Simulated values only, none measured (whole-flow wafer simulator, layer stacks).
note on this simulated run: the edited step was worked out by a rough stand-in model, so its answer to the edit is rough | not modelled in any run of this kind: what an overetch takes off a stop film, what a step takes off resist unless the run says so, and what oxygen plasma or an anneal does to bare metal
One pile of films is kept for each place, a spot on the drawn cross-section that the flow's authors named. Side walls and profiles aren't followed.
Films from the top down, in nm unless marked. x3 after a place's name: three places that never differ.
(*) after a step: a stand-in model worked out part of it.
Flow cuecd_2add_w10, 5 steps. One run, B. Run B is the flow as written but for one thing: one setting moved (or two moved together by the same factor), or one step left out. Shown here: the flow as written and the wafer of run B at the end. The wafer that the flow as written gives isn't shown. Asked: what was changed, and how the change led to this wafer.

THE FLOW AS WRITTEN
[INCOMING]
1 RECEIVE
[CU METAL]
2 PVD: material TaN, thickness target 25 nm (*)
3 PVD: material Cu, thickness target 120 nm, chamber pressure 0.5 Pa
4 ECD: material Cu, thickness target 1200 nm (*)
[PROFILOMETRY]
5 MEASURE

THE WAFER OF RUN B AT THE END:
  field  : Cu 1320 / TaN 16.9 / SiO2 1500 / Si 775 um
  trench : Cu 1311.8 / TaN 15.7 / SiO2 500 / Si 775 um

The cause: step 2, PVD: thickness target 16.9 nm was run, where the flow has thickness target 25 nm.
It can be read off the wafer: field has TaN 16.9, and step 2 as written asks for 25 nm.

How the change led to this, step by step:
  2 PVD: material TaN, thickness target 25 nm (*)
      field: TaN +16.9 (new film) (as written it would be: TaN +25 (new film))
      trench: TaN +15.7 (new film) (as written it would be: TaN +23.2 (new film))
